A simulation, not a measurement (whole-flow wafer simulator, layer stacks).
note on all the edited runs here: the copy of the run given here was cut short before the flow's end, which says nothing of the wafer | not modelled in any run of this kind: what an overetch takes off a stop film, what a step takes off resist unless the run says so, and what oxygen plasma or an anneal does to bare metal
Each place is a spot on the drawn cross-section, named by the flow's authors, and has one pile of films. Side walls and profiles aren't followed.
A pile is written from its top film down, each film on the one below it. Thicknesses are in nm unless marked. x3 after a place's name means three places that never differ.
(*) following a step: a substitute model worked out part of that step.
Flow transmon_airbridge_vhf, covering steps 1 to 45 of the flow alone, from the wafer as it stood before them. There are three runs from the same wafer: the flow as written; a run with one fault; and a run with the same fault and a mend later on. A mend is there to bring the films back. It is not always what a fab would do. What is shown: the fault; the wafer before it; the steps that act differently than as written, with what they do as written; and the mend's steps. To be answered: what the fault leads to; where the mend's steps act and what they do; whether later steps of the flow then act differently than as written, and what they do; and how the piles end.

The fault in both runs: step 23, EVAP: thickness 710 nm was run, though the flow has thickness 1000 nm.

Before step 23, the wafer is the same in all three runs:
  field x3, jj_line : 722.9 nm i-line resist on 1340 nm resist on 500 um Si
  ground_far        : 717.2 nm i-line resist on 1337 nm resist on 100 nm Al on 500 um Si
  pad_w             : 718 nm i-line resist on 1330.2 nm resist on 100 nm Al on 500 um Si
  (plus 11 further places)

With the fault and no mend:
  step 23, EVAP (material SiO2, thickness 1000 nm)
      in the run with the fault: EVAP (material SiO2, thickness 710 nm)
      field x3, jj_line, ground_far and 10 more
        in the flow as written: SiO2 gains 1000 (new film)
        in the run with the fault: SiO2 gains 710 (new film)
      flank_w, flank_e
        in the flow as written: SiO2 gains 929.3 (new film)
        in the run with the fault: SiO2 gains 659.8 (new film)
  Steps further on in the flow that do not act as written (2 more steps, not shown, differ only slightly: by at most 2% or 0.5 nm, whichever is larger):
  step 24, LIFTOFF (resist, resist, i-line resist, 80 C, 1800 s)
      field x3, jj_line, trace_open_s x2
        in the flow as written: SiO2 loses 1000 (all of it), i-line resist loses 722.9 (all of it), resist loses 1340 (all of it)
        in the run with the fault: SiO2 loses 710 (all of it), i-line resist loses 722.9 (all of it), resist loses 1340 (all of it)
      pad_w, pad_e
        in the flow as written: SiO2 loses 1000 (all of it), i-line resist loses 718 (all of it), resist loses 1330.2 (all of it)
        in the run with the fault: SiO2 loses 710 (all of it), i-line resist loses 718 (all of it), resist loses 1330.2 (all of it)
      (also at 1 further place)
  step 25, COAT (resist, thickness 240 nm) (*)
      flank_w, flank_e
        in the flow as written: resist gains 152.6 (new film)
        in the run with the fault: resist gains 162.5 (new film)
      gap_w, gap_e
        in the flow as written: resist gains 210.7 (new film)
        in the run with the fault: resist gains 223.1 (new film)
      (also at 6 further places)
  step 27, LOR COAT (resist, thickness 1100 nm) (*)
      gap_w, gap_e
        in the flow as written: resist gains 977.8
        in the run with the fault: resist gains 1018.2
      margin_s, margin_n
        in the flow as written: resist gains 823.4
        in the run with the fault: resist gains 894.6
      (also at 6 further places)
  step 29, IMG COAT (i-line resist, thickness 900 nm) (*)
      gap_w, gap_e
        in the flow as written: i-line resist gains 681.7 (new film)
        in the run with the fault: i-line resist gains 752.4 (new film)
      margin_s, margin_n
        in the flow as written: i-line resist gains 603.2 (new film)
        in the run with the fault: i-line resist gains 694.7 (new film)
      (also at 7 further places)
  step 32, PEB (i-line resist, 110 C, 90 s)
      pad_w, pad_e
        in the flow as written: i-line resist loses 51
        in the run with the fault: i-line resist loses 49.6
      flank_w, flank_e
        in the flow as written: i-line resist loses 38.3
        in the run with the fault: i-line resist loses 41.2
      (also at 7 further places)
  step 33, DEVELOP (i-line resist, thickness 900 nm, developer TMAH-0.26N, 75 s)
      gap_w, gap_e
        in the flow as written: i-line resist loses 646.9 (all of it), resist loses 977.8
        in the run with the fault: i-line resist loses 713.9 (all of it), resist loses 1018.2
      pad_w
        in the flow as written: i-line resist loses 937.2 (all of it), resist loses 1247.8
        in the run with the fault: i-line resist loses 912.5 (all of it), resist loses 1202.4
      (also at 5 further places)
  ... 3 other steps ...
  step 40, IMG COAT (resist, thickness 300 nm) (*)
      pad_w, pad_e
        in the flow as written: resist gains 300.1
        in the run with the fault: resist gains 292.2
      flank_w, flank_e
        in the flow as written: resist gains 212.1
        in the run with the fault: resist gains 221.4
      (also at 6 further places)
  At pad_w, flank_w, gap_w and 7 more, the piles at the end differ from the flow's by more than 2% or 0.5 nm, whichever is larger.
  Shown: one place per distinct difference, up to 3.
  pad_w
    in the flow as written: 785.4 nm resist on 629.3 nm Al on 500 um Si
    in the run with the fault: 760.8 nm resist on 629.6 nm Al on 500 um Si
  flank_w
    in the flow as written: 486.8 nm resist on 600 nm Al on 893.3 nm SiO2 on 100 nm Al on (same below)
    in the run with the fault: 518.8 nm resist on 600 nm Al on 623.8 nm SiO2 on 100 nm Al on (same below)
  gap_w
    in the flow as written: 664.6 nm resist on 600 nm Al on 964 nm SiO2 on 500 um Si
    in the run with the fault: 689.3 nm resist on 600 nm Al on 674 nm SiO2 on 500 um Si

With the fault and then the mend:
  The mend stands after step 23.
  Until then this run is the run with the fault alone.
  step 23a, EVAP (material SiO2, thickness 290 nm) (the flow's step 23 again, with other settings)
      field x3, jj_line, ground_far and 10 more
        SiO2 gains 290
      flank_w, flank_e
        SiO2 gains 269.8
  None of the later steps of the flow differs from how it acts as written, at any place that is followed, by more than 2% or 0.5 nm, whichever is larger.
  When the end is reached, the piles differ only a little from the flow's at the places that both follow, at most by 2% or 0.5 nm, whichever is larger.
